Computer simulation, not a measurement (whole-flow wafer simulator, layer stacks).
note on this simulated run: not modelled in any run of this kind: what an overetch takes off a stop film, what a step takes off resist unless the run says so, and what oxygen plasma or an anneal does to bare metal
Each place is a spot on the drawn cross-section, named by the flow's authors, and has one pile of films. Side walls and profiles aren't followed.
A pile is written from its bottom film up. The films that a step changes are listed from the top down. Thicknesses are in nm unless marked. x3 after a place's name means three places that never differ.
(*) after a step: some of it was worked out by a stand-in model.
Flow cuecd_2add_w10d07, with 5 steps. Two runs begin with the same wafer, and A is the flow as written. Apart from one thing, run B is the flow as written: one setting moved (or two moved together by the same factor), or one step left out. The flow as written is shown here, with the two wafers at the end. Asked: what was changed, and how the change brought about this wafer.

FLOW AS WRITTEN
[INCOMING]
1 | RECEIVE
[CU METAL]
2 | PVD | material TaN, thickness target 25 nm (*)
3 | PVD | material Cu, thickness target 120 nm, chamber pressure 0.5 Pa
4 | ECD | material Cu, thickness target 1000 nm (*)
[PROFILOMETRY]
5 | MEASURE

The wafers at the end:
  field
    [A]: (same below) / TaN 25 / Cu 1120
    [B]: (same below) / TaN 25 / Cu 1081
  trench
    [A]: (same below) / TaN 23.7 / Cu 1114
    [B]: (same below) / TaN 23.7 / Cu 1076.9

Cause: step 3, PVD: thickness target 81 nm was run, whereas the flow has thickness target 120 nm.

The path from the change to this, step by step:
  3 | PVD | material Cu, thickness target 120 nm, chamber pressure 0.5 Pa
      field: A Cu gains 120 (new film) | B Cu gains 81 (new film)
      trench: A Cu gains 114 (new film) | B Cu gains 76.9 (new film)
